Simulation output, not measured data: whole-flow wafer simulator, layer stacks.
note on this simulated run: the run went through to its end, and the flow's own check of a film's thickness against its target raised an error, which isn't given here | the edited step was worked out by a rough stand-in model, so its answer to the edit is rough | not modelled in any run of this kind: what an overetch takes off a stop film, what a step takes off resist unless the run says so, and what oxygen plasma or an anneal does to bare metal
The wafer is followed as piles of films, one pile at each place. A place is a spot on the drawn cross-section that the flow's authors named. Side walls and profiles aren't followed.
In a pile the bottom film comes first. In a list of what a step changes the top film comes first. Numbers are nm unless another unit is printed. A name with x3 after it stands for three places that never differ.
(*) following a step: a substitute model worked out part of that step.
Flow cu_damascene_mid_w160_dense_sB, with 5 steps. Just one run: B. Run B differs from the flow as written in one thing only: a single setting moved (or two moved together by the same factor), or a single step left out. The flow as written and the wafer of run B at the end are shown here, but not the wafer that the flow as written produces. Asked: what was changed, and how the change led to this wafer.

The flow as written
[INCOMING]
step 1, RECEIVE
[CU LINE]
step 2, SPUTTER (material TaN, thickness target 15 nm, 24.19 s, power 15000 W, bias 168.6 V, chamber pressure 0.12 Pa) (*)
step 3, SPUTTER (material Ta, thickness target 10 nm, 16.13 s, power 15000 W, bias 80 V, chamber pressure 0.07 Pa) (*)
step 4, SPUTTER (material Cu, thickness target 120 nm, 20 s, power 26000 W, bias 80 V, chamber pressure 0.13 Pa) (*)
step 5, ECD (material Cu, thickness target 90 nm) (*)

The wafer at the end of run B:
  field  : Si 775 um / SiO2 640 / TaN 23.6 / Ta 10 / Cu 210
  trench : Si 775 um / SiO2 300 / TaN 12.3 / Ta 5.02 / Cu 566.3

What caused this: step 2, SPUTTER: thickness target 23.6 nm was run, though the flow has thickness target 15 nm; step 2, SPUTTER: 38.1 s was run, where the flow has 24.19 s.
The wafer lets one read it off: field has TaN 23.6, and step 2 as written asks for 15 nm.

Step by step, how the change led to this:
  step 2, SPUTTER (material TaN, thickness target 15 nm, 24.19 s, power 15000 W, bias 168.6 V, chamber pressure 0.12 Pa) (*)
      field: +23.6 TaN (new film) (it would be, as written: +15 TaN (new film))
      trench: +12.3 TaN (new film) (it would be, as written: +7.82 TaN (new film))
